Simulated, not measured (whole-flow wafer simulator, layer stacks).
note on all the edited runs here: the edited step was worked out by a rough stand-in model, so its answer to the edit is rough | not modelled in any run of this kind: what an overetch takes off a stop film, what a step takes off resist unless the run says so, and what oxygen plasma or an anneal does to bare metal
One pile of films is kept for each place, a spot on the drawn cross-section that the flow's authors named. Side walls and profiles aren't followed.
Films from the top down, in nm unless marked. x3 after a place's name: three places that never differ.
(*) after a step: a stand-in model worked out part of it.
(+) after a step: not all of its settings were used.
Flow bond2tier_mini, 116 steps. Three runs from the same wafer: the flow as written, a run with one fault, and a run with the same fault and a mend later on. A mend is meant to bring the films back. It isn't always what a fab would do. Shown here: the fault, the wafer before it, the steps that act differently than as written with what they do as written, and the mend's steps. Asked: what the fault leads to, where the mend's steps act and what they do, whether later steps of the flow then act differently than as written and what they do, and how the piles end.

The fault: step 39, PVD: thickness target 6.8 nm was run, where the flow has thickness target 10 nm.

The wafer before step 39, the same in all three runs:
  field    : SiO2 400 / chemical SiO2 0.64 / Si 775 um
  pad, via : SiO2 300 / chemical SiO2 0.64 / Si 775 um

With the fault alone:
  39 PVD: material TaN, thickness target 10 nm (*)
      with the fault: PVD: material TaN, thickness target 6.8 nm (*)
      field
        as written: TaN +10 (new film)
        with the fault: TaN +6.8 (new film)
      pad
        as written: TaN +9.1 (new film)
        with the fault: TaN +6.19 (new film)
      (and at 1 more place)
  Later steps of the flow that act differently than as written (1 more step differs only slightly, by at most 2% or 0.5 nm, whichever is larger, and isn't shown):
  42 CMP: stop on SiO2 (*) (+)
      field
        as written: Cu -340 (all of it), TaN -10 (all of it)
        with the fault: Cu -340 (all of it), TaN -6.8 (all of it)
  At the end the piles differ from the flow's by more than 2% or 0.5 nm, whichever is larger, at pad.
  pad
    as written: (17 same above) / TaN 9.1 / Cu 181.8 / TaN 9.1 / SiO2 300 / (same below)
    with the fault: (17 same above) / TaN 9.1 / Cu 184.7 / TaN 6.19 / SiO2 300 / (same below)

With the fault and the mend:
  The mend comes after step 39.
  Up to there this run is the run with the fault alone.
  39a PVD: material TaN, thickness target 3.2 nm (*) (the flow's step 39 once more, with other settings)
      field
        TaN +3.2
      pad
        TaN +2.91
      via
        TaN +3.19
  No later step of the flow acts differently than as written at any place that is followed.
  At the end the piles are the same as the flow's at every place that both follow.
